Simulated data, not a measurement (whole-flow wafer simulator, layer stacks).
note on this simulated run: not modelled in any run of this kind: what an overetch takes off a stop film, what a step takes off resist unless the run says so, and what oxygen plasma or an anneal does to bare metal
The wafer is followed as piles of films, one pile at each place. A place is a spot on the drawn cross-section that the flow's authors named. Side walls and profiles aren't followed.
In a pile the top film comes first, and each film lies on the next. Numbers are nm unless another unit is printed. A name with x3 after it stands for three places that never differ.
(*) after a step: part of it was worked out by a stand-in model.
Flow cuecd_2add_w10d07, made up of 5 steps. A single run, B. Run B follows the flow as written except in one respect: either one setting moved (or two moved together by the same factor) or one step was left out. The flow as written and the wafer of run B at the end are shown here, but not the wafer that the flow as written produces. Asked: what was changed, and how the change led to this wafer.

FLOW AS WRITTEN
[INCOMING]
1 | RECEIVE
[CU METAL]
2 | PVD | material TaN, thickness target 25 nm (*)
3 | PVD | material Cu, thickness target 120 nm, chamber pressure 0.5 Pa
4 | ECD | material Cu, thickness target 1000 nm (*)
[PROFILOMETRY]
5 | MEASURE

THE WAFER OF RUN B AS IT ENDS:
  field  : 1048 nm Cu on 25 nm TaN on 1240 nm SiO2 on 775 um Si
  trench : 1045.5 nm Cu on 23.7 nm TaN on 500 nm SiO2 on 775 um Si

What caused this: step 3, PVD: thickness target 48 nm was run, while the flow as written has thickness target 120 nm.

The path from the change to this, step by step:
  3 | PVD | material Cu, thickness target 120 nm, chamber pressure 0.5 Pa
      field: Cu gains 48 (new film) (it would be, as written: Cu gains 120 (new film))
      trench: Cu gains 45.5 (new film) (it would be, as written: Cu gains 114 (new film))
